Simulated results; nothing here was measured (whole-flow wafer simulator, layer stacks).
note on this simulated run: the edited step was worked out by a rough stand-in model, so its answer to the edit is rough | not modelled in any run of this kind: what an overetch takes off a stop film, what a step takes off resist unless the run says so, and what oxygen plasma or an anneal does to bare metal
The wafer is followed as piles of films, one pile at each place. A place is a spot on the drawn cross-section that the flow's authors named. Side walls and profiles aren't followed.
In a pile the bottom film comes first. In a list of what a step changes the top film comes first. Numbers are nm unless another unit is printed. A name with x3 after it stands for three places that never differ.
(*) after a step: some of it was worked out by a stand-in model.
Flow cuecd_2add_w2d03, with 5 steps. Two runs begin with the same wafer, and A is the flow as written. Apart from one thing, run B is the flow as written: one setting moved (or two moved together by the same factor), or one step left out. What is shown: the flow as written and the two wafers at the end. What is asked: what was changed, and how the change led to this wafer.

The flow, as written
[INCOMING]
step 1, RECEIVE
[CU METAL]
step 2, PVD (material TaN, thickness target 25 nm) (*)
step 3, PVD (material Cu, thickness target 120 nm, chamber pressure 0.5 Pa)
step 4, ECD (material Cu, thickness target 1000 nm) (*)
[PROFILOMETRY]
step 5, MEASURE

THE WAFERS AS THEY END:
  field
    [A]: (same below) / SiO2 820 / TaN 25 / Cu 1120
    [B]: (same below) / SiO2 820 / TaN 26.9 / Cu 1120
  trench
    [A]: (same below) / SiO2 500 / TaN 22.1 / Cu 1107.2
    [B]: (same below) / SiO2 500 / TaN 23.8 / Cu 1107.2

The reason: step 2, PVD: thickness target 26.9 nm was run, whereas the flow has thickness target 25 nm.
The wafer itself shows it: field has TaN 26.9, and step 2 as written asks for 25 nm.

The path from the change to this, step by step:
  step 2, PVD (material TaN, thickness target 25 nm) (*)
      field: A TaN gains 25 (new film) | B TaN gains 26.9 (new film)
      trench: A TaN gains 22.1 (new film) | B TaN gains 23.8 (new film)
